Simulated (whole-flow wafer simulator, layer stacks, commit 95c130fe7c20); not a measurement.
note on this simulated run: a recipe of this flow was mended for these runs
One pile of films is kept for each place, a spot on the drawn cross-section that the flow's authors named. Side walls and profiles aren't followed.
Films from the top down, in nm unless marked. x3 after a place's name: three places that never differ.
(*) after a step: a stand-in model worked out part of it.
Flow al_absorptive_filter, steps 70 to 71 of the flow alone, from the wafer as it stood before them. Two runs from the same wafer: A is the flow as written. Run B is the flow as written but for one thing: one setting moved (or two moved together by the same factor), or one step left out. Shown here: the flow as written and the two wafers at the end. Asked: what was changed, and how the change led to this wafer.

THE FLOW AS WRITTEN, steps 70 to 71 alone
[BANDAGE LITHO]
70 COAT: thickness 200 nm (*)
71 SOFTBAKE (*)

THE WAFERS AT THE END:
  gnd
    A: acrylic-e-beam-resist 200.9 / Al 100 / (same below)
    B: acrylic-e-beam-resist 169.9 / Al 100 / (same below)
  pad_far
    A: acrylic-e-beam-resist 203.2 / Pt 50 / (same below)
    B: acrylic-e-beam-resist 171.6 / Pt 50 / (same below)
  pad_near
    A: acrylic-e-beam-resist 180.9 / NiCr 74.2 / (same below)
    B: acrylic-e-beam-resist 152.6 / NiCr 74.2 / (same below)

The cause: step 70, COAT: thickness 169 nm was run, where the flow has thickness 200 nm.

How the change led to this, step by step:
  70 COAT: thickness 200 nm (*)
      xa_field, xl_land, idc_field: A acrylic-e-beam-resist +200 (new film) | B acrylic-e-beam-resist +169 (new film)
      gnd: A acrylic-e-beam-resist +200.9 (new film) | B acrylic-e-beam-resist +169.9 (new film)
      (and at 10 more places)
